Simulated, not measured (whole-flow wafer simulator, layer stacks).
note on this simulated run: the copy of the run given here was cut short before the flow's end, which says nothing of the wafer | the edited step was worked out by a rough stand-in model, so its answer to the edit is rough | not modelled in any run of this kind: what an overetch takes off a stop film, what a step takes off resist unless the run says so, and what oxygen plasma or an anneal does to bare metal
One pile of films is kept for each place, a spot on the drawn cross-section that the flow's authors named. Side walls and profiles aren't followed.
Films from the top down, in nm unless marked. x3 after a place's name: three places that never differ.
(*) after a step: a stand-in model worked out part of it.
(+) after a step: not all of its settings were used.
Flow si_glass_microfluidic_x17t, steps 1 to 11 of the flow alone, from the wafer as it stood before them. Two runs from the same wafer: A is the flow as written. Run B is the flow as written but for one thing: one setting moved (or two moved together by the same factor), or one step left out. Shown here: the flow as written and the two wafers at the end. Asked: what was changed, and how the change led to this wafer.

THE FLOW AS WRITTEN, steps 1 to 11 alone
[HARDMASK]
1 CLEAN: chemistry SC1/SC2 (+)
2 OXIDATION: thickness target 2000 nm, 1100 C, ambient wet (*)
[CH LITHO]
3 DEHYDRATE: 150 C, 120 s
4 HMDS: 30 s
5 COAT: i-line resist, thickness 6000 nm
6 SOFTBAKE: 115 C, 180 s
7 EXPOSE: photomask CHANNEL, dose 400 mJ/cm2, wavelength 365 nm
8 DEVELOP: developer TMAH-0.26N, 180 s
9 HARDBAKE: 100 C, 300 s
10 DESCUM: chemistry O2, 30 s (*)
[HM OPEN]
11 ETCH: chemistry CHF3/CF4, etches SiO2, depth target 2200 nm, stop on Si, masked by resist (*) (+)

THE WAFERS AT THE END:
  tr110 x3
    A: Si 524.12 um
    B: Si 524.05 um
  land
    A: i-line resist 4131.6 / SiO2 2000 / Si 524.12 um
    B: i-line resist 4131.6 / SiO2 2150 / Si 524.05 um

The cause: step 2, OXIDATION: thickness target 2150 nm was run, where the flow has thickness target 2000 nm.
It can be read off the wafer: land has SiO2 2150, and step 2 as written asks for 2000 nm.

How the change led to this, step by step:
  2 OXIDATION: thickness target 2000 nm, 1100 C, ambient wet (*)
      land, tr110 x3: A SiO2 +2000 (new film), chemical SiO2 -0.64 (all of it), Si -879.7 | B SiO2 +2150 (new film), chemical SiO2 -0.64 (all of it), Si -945.7
  11 ETCH: chemistry CHF3/CF4, etches SiO2, depth target 2200 nm, stop on Si, masked by resist (*) (+)
      tr110 x3: A SiO2 -2000 (all of it) | B SiO2 -2150 (all of it)
